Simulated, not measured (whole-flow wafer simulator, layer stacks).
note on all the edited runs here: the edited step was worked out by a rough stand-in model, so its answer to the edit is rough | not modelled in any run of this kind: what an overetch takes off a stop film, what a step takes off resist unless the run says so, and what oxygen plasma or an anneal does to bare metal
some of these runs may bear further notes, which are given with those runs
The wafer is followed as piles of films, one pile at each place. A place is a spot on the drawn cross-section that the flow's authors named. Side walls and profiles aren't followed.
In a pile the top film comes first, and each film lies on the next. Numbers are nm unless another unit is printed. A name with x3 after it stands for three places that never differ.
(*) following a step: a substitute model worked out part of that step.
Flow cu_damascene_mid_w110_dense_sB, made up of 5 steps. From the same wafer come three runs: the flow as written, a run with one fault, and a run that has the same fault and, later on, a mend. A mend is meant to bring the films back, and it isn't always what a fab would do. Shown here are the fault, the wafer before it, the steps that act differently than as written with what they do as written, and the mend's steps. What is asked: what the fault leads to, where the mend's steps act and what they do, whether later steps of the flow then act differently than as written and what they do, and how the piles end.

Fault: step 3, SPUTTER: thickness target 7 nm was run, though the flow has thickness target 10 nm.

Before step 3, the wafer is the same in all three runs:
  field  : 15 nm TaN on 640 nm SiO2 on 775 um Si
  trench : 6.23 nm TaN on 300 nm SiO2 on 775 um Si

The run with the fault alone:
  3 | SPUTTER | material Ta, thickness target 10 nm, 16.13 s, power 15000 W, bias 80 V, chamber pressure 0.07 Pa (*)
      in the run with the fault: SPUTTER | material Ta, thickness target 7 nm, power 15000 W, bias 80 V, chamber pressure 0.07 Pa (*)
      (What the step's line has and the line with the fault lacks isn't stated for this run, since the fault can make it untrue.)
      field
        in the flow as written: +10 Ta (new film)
        in the run with the fault: +7 Ta (new film)
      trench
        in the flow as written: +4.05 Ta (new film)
        in the run with the fault: +2.83 Ta (new film)
  None of the later steps of the flow differs from how it acts as written, at any place that is followed, by more than 2% or 0.5 nm, whichever is larger.
  By the end, the piles at field, trench depart from the flow's by more than 2% or 0.5 nm, whichever is larger.
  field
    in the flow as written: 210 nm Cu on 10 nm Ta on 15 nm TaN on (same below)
    in the run with the fault: 210 nm Cu on 7 nm Ta on 15 nm TaN on (same below)
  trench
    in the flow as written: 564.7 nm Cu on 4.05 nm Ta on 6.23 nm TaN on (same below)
    in the run with the fault: 562.9 nm Cu on 2.83 nm Ta on 6.23 nm TaN on (same below)

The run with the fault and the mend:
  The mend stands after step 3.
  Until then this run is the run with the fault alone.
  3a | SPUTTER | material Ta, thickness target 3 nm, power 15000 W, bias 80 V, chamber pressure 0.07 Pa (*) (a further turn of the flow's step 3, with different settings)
      field
        +3 Ta
      trench
        +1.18 Ta
  None of the later steps of the flow acts differently than as written at any place that is followed.
  The piles end only slightly different from the flow's at the places that both follow, by no more than 2% or 0.5 nm, whichever is larger.
